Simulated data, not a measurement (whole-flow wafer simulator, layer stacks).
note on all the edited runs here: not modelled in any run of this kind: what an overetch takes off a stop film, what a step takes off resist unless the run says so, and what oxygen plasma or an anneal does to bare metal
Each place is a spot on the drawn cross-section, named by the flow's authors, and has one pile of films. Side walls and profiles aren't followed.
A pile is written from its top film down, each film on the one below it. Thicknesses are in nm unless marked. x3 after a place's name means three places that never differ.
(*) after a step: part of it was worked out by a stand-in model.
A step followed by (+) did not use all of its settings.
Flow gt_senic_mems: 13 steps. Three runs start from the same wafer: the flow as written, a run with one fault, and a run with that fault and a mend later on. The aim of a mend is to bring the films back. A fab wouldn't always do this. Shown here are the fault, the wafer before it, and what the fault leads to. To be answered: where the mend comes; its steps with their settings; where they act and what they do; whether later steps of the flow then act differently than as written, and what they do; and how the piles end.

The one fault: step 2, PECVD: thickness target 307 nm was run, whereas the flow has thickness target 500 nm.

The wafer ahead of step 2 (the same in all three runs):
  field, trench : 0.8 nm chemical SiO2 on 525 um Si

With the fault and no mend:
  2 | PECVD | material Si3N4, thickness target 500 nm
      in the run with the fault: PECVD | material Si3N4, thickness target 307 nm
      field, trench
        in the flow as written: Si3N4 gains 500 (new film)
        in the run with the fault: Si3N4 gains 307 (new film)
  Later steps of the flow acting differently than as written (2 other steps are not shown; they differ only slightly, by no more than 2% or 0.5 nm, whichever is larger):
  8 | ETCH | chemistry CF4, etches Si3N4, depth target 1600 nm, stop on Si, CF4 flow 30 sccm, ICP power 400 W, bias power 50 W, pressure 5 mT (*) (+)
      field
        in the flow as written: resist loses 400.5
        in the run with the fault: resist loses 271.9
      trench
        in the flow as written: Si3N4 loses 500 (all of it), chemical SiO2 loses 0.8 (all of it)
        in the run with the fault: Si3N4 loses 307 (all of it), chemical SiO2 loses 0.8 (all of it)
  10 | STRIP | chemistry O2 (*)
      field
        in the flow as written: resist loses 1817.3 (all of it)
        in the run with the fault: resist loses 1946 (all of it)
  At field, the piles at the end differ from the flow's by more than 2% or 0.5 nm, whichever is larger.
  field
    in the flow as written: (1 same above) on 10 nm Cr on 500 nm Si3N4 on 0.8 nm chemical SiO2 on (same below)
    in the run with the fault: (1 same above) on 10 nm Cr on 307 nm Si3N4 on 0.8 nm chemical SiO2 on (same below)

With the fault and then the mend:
  The mend follows step 2.
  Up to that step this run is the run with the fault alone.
  2a | PECVD | material Si3N4, thickness target 193 nm (the flow's step 2 again, with other settings)
      field, trench
        Si3N4 gains 193
  Every later step of the flow that is run acts as written at every place that is followed.
  By the end, the piles equal the flow's at every place that both follow.
